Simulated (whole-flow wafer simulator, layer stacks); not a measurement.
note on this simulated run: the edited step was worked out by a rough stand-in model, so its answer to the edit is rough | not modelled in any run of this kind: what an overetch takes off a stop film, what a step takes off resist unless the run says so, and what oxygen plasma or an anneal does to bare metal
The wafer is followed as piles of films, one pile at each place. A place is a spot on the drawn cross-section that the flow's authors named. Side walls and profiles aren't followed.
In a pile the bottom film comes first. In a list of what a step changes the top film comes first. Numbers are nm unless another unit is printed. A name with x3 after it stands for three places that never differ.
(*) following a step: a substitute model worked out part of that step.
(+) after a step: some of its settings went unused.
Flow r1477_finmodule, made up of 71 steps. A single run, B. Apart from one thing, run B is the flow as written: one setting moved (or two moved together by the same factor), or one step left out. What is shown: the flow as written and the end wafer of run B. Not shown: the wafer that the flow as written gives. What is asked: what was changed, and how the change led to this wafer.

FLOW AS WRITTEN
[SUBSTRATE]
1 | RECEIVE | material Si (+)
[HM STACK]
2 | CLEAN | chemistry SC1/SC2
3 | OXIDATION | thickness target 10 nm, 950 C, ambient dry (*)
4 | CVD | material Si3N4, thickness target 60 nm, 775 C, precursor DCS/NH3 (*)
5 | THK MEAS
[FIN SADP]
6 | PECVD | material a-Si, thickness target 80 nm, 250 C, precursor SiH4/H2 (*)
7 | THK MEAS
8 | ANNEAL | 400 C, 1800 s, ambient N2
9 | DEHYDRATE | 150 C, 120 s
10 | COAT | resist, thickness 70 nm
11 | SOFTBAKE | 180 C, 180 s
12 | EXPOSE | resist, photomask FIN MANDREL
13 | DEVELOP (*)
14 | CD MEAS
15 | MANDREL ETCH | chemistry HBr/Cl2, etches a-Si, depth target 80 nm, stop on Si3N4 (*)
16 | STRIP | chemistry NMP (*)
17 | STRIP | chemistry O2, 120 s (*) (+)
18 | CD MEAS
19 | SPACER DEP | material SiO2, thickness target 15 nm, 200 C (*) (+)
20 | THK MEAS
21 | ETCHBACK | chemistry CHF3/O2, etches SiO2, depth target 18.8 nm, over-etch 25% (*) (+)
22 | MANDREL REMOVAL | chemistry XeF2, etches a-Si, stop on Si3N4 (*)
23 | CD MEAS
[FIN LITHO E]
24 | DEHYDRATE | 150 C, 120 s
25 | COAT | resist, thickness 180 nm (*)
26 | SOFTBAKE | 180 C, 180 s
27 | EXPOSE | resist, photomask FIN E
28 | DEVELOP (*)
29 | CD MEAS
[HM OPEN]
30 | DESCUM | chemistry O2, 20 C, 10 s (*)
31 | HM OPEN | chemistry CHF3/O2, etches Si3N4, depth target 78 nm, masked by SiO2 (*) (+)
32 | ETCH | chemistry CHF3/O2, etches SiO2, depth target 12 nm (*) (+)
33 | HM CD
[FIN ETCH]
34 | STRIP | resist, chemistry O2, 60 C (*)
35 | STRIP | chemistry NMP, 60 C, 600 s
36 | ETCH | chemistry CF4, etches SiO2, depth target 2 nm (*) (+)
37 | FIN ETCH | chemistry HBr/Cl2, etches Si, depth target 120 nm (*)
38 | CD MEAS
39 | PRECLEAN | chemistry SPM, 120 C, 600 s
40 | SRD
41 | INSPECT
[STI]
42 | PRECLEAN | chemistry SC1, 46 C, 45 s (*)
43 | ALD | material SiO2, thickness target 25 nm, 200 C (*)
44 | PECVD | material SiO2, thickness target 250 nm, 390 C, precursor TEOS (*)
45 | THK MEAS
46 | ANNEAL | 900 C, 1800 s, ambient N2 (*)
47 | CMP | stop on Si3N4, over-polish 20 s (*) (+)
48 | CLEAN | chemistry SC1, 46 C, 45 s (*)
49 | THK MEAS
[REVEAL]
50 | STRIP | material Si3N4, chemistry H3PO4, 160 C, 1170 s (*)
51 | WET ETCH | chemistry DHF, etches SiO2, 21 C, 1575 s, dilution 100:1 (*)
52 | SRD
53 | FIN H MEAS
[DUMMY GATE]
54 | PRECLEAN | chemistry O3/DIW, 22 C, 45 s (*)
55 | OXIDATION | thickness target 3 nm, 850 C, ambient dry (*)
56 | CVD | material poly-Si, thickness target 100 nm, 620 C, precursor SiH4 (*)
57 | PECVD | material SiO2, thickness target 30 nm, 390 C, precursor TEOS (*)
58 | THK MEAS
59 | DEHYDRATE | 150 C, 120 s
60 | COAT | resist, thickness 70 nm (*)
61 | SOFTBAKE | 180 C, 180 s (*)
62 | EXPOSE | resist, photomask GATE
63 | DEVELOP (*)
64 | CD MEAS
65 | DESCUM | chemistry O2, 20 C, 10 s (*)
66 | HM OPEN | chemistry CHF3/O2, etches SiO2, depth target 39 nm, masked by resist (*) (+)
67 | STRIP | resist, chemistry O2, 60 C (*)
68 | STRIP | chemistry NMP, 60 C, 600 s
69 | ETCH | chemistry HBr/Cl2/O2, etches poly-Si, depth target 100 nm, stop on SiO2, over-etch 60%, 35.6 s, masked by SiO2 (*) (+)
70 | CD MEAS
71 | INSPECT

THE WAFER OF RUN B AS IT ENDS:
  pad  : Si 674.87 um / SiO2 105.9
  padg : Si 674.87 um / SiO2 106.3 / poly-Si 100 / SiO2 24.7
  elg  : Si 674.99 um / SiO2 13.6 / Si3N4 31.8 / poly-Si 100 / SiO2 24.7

Cause: step 3, OXIDATION: thickness target 13.6 nm was run, while the flow as written has thickness target 10 nm.
The wafer lets one read it off: elg has SiO2 13.6, and step 3 as written asks for 10 nm.

The path from the change to this, step by step:
  3 | OXIDATION | thickness target 10 nm, 950 C, ambient dry (*)
      pad, padg, elg and 33 more: SiO2 gains 13.6 (new film), chemical SiO2 loses 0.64 (all of it), Si loses 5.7 (in the flow as written it would be: SiO2 gains 10 (new film), chemical SiO2 loses 0.64 (all of it), Si loses 4.12)
  31 | HM OPEN | chemistry CHF3/O2, etches Si3N4, depth target 78 nm, masked by SiO2 (*) (+)
      pad, padg, esg and 13 more: Si3N4 loses 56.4 (all of it), SiO2 loses 10.8 (in the flow as written it would be: Si3N4 loses 56.4 (all of it), SiO2 loses 10 (all of it))
  32 | ETCH | chemistry CHF3/O2, etches SiO2, depth target 12 nm (*) (+)
      pad, padg, e40sg and 11 more: SiO2 loses 2.79 (all of it), Si loses 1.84 (in the flow as written it would be: Si loses 2.4)
      esg, eso: SiO2 loses 2.79 (all of it), Si loses 1.84 (in the flow as written it would be: Si loses 1.77)
      (also at 6 further places)
  47 | CMP | stop on Si3N4, over-polish 20 s (*) (+)
      pad, padg, e40sg and 11 more: SiO2 loses 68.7 (in the flow as written it would be: SiO2 loses 71.8)
      eso: SiO2 loses 68.7 (in the flow as written it would be: SiO2 loses 72.4)
  51 | WET ETCH | chemistry DHF, etches SiO2, 21 C, 1575 s, dilution 100:1 (*)
      s40sg_line, s45sg_line, s50sg_line, s40so_line, s45so_line, s50so_line: SiO2 loses 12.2 (all of it) (in the flow as written it would be: SiO2 loses 8.63 (all of it))
  56 | CVD | material poly-Si, thickness target 100 nm, 620 C, precursor SiH4 (*)
      s40cg, s40co: poly-Si gains 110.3 (new film) (in the flow as written it would be: poly-Si gains 113.9 (new film))
      s45cg, s45co: poly-Si gains 109.8 (new film) (in the flow as written it would be: poly-Si gains 113.4 (new film))
      (also at 2 further places)
  60 | COAT | resist, thickness 70 nm (*)
      s40sg, s40so: resist gains 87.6 (new film) (in the flow as written it would be: resist gains 91 (new film))
      s45sg, s45so: resist gains 87.5 (new film) (in the flow as written it would be: resist gains 91 (new film))
      (also at 2 further places)
  63 | DEVELOP (*)
      s40so: resist loses 87.6 (all of it) (in the flow as written it would be: resist loses 91 (all of it))
      s45so: resist loses 87.5 (all of it) (in the flow as written it would be: resist loses 91 (all of it))
      (also at 1 further place)
  67 | STRIP | resist, chemistry O2, 60 C (*)
      s40sg: resist loses 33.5 (all of it) (in the flow as written it would be: resist loses 36.9 (all of it))
      s45sg: resist loses 33.4 (all of it) (in the flow as written it would be: resist loses 36.9 (all of it))
      (also at 1 further place)
  69 | ETCH | chemistry HBr/Cl2/O2, etches poly-Si, depth target 100 nm, stop on SiO2, over-etch 60%, 35.6 s, masked by SiO2 (*) (+)
      s40co: chemical SiO2 loses 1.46 (all of it), poly-Si loses 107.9 (all of it), SiO2 loses 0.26 (in the flow as written it would be: chemical SiO2 loses 1.46 (all of it), poly-Si loses 111.5 (all of it), SiO2 loses 0.24)
      s45co: chemical SiO2 loses 1.46 (all of it), poly-Si loses 107.3 (all of it), SiO2 loses 0.26 (in the flow as written it would be: chemical SiO2 loses 1.46 (all of it), poly-Si loses 110.9 (all of it), SiO2 loses 0.25)
      (also at 1 further place)
